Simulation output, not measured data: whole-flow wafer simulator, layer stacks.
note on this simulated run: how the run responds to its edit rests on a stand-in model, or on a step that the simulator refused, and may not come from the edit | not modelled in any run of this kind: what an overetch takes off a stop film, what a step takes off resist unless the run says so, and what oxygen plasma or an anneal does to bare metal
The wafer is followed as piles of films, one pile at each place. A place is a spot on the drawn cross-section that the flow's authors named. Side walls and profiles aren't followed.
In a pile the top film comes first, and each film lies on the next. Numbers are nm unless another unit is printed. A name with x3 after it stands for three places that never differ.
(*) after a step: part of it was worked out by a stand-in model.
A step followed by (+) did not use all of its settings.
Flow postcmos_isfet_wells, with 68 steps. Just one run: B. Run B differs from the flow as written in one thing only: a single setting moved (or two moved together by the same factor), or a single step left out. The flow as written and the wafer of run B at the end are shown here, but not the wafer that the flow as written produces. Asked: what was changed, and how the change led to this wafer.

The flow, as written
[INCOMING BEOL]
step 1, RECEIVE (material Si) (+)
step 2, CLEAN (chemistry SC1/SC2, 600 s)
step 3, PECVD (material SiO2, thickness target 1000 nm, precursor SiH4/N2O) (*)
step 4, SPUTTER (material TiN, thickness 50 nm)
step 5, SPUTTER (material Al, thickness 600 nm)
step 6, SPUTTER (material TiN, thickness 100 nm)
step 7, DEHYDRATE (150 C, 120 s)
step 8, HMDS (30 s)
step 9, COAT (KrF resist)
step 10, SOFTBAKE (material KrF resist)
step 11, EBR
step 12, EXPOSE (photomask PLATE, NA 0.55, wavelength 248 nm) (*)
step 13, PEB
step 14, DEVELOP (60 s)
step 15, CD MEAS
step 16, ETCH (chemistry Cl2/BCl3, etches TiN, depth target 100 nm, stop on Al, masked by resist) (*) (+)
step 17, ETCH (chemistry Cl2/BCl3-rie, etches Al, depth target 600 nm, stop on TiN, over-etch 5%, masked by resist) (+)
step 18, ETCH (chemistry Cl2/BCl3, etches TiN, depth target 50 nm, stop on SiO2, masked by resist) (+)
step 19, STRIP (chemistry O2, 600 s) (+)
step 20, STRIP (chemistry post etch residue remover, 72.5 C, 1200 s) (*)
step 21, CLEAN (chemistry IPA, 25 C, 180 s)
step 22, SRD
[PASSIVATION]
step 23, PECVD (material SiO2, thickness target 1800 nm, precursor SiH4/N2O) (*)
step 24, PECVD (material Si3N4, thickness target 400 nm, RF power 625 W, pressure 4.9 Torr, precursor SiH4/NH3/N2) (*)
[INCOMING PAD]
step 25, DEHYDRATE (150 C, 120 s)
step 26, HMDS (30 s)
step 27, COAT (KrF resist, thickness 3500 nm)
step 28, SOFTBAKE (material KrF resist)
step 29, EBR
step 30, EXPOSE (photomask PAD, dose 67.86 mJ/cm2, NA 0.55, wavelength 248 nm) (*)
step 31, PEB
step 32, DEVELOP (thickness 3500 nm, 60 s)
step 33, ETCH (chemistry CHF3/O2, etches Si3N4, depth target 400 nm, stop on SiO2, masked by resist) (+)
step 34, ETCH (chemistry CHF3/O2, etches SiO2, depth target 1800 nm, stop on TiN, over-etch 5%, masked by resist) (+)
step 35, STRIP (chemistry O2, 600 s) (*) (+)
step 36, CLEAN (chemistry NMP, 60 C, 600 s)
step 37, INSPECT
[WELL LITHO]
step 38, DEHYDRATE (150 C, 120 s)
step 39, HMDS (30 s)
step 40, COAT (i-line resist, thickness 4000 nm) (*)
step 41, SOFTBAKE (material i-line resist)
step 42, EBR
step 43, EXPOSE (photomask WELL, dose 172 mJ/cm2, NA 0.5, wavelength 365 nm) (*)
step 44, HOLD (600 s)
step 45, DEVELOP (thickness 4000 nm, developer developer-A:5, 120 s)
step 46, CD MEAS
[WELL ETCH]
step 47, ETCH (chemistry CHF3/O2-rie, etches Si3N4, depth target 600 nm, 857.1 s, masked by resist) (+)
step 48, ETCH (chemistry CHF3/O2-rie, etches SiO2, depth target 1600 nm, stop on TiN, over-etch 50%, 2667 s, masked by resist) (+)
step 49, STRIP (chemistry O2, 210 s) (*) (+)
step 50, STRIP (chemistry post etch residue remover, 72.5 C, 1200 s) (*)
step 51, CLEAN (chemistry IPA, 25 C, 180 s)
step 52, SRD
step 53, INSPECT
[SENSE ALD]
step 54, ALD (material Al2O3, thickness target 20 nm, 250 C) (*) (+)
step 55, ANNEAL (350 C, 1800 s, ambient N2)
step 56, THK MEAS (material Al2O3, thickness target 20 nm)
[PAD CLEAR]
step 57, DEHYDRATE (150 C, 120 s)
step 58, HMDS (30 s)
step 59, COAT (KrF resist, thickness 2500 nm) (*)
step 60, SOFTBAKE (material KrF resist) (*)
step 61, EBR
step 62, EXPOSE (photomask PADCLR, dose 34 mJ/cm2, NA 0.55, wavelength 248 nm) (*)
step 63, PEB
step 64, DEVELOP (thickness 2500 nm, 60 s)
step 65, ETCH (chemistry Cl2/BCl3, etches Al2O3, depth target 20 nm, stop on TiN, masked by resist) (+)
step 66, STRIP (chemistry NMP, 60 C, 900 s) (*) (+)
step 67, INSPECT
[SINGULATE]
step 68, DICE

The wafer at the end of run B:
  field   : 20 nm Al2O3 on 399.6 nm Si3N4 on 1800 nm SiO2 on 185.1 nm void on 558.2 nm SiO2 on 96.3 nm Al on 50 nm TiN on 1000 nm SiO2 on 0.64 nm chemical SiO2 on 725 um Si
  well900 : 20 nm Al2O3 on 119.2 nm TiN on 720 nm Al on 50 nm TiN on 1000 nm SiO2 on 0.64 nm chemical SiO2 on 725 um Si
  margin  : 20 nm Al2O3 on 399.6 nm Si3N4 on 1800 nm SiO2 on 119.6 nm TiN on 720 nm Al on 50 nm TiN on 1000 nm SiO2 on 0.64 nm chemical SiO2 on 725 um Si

Cause: step 5, SPUTTER: thickness 720 nm was run, though the flow has thickness 600 nm; step 6, SPUTTER: thickness 120 nm was run, where the flow has thickness 100 nm.
One can read it off the wafer: well900 has Al 720, and step 5 as written asks for 600 nm.

Step by step, how the change led to this:
  step 5, SPUTTER (material Al, thickness 600 nm)
      field, margin, well900 and 6 more: +720 Al (new film) (as written it would have been: +600 Al (new film))
  step 6, SPUTTER (material TiN, thickness 100 nm)
      field, margin, well900 and 6 more: +120 TiN (new film) (as written it would have been: +100 TiN (new film))
  step 16, ETCH (chemistry Cl2/BCl3, etches TiN, depth target 100 nm, stop on Al, masked by resist) (*) (+)
      field: -100 TiN (as written it would have been: -100 TiN (all of it))
  step 17, ETCH (chemistry Cl2/BCl3-rie, etches Al, depth target 600 nm, stop on TiN, over-etch 5%, masked by resist) (+)
      field: -20 TiN (all of it), -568 Al (as written it would have been: -600 Al (all of it))
  step 18, ETCH (chemistry Cl2/BCl3, etches TiN, depth target 50 nm, stop on SiO2, masked by resist) (+)
      field: -50 Al (as written it would have been: -50 TiN (all of it))
  step 20, STRIP (chemistry post etch residue remover, 72.5 C, 1200 s) (*)
      field: -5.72 Al (as written it would have been: nothing)
  step 23, PECVD (material SiO2, thickness target 1800 nm, precursor SiH4/N2O) (*)
      field: +1800 SiO2 (new film), +185.1 void (new film), +558.2 SiO2 (new film) (as written it would have been: +1800 SiO2 (new film), +189.9 void (new film), +559.7 SiO2)
With metal films that touch counted as one body, field has 1 body; the flow as written gives 0 bodies.
